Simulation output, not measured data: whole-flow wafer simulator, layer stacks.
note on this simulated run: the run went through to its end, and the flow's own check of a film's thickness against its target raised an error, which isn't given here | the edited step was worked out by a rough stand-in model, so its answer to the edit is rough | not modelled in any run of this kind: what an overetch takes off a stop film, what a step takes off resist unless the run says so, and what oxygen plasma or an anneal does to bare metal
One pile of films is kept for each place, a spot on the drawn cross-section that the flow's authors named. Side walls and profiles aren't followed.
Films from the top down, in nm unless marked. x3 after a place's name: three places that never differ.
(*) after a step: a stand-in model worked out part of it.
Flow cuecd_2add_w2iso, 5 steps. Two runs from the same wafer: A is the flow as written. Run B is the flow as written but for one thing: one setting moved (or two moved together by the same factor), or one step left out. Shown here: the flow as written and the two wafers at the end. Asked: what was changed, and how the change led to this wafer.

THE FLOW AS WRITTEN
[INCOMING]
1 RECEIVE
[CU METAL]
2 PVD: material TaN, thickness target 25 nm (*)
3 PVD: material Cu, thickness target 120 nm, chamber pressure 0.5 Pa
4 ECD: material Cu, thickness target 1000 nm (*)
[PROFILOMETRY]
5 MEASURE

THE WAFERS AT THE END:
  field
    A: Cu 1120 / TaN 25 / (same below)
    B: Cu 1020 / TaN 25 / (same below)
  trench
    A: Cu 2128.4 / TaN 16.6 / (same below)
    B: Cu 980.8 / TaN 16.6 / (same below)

The cause: step 4, ECD: thickness target 900 nm was run, where the flow has thickness target 1000 nm.

How the change led to this, step by step:
  4 ECD: material Cu, thickness target 1000 nm (*)
      field: A Cu +1000 | B Cu +900
      trench: A Cu +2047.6 | B Cu +900
